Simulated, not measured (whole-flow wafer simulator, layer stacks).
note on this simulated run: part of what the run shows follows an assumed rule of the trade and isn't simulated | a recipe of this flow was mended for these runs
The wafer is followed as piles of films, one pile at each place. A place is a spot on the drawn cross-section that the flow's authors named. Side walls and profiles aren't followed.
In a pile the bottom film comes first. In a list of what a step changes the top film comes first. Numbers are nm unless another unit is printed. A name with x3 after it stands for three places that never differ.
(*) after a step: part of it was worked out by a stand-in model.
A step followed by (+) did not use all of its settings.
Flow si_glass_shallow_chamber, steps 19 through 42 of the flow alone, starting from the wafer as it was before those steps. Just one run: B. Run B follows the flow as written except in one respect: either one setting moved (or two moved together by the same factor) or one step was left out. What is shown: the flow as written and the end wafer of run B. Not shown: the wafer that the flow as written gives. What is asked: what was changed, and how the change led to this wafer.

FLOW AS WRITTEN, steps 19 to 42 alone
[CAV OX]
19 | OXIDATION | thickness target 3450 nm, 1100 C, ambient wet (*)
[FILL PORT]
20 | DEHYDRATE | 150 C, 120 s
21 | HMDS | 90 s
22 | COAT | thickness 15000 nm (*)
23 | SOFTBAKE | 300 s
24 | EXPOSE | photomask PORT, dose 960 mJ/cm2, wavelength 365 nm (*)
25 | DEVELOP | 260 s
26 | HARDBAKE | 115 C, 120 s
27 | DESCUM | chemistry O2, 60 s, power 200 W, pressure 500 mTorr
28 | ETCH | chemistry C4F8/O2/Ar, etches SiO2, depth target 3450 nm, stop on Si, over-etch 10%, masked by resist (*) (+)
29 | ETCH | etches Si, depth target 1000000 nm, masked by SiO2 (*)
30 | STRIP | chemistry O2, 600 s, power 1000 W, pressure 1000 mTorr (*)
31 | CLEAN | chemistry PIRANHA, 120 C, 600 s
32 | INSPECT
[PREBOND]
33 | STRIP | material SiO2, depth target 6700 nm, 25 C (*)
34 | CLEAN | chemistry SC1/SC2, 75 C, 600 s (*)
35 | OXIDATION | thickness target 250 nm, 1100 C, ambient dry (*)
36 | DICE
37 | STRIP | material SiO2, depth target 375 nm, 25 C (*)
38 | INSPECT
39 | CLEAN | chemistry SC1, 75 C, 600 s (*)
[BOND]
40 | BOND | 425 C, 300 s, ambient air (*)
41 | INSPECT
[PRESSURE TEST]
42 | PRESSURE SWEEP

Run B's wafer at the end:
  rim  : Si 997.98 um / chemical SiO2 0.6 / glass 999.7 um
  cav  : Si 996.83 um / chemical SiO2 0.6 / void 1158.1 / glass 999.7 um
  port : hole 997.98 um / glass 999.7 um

The reason: step 19, OXIDATION: 1135 C was run, though the flow has 1100 C.

How this came from the change, step by step:
  19 | OXIDATION | thickness target 3450 nm, 1100 C, ambient wet (*)
      rim, ramp, septum, ring: +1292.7 SiO2, -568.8 Si (as written it would have been: +1110.9 SiO2, -488.8 Si)
      cav, port: +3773 SiO2 (new film), -0.6 chemical SiO2 (all of it), -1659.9 Si (as written it would have been: +3450 SiO2 (new film), -0.6 chemical SiO2 (all of it), -1517.7 Si)
  22 | COAT | thickness 15000 nm (*)
      rim: +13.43 um thick-i-line-resist (new film) (as written it would have been: +13.4 um thick-i-line-resist (new film))
      ramp: +12.93 um thick-i-line-resist (new film) (as written it would have been: +12.89 um thick-i-line-resist (new film))
      (as well as at 2 more places)
  23 | SOFTBAKE | 300 s
      rim: -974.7 thick-i-line-resist (as written it would have been: -997 thick-i-line-resist)
      ramp: -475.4 thick-i-line-resist (as written it would have been: -487.1 thick-i-line-resist)
      (as well as at 4 more places)
  25 | DEVELOP | 260 s
      port: -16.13 um thick-i-line-resist (all of it) (as written it would have been: -16.16 um thick-i-line-resist (all of it))
  28 | ETCH | chemistry C4F8/O2/Ar, etches SiO2, depth target 3450 nm, stop on Si, over-etch 10%, masked by resist (*) (+)
      port: -3773 SiO2 (all of it), -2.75 Si (as written it would have been: -3450 SiO2 (all of it), -43.1 Si)
  29 | ETCH | etches Si, depth target 1000000 nm, masked by SiO2 (*)
      rim, ramp: -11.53 um thick-i-line-resist (all of it), -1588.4 SiO2 (as written it would have been: -11.47 um thick-i-line-resist (all of it), -1617.3 SiO2)
      port: +996.95 um hole (new film), -996.95 um Si (all of it) (as written it would have been: +997.05 um hole (new film), -997.05 um Si (all of it))
      (as well as at 1 more place)
  30 | STRIP | chemistry O2, 600 s, power 1000 W, pressure 1000 mTorr (*)
      cav: -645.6 thick-i-line-resist (all of it) (as written it would have been: -669.6 thick-i-line-resist (all of it))
  33 | STRIP | material SiO2, depth target 6700 nm, 25 C (*)
      rim, ramp: -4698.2 SiO2 (all of it) (as written it would have been: -4487.5 SiO2 (all of it))
      cav: -3773 SiO2 (all of it) (as written it would have been: -3450 SiO2 (all of it))
      (as well as at 2 more places)
  40 | BOND | 425 C, 300 s, ambient air (*)
      cav: +999.7 um glass (new film), +1158.1 void (new film) (as written it would have been: +999.7 um glass (new film), +1095.9 void (new film))
      port: +999.7 um glass (new film), +1039 hole (as written it would have been: +999.7 um glass (new film), +1017.3 hole)
